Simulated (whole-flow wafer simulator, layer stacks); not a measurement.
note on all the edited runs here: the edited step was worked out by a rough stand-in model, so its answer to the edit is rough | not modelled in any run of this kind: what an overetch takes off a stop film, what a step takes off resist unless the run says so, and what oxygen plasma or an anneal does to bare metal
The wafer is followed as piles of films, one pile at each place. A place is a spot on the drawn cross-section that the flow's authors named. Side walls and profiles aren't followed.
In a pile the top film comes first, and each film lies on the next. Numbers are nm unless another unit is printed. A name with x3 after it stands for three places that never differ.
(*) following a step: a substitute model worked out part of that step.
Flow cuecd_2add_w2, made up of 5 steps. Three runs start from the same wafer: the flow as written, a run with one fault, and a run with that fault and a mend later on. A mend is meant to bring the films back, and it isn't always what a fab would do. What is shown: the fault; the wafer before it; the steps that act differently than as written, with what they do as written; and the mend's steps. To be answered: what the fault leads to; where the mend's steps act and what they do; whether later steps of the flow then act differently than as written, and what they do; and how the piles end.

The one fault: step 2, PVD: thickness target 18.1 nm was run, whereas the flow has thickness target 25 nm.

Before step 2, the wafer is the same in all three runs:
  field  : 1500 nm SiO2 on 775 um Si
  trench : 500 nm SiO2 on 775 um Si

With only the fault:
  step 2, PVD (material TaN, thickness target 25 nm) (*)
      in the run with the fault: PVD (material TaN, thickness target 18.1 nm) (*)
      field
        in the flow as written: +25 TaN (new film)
        in the run with the fault: +18.1 TaN (new film)
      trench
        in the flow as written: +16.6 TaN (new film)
        in the run with the fault: +12 TaN (new film)
  Every later step of the flow that is run acts as written, at every place that is followed, to within 2% or 0.5 nm, whichever is larger.
  The piles end different from the flow's at field, trench by more than 2% or 0.5 nm, whichever is larger.
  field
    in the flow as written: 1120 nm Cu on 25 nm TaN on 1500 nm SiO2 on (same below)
    in the run with the fault: 1120 nm Cu on 18.1 nm TaN on 1500 nm SiO2 on (same below)
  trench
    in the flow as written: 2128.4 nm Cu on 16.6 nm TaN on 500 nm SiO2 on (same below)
    in the run with the fault: 2126.1 nm Cu on 12 nm TaN on 500 nm SiO2 on (same below)

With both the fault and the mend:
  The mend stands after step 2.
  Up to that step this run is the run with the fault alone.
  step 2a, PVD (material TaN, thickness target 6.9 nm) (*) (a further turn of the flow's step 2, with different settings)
      field
        +6.9 TaN
      trench
        +4.55 TaN
  Every later step of the flow that is run acts as written at every place that is followed.
  The piles end the same as the flow's at every place that both follow.
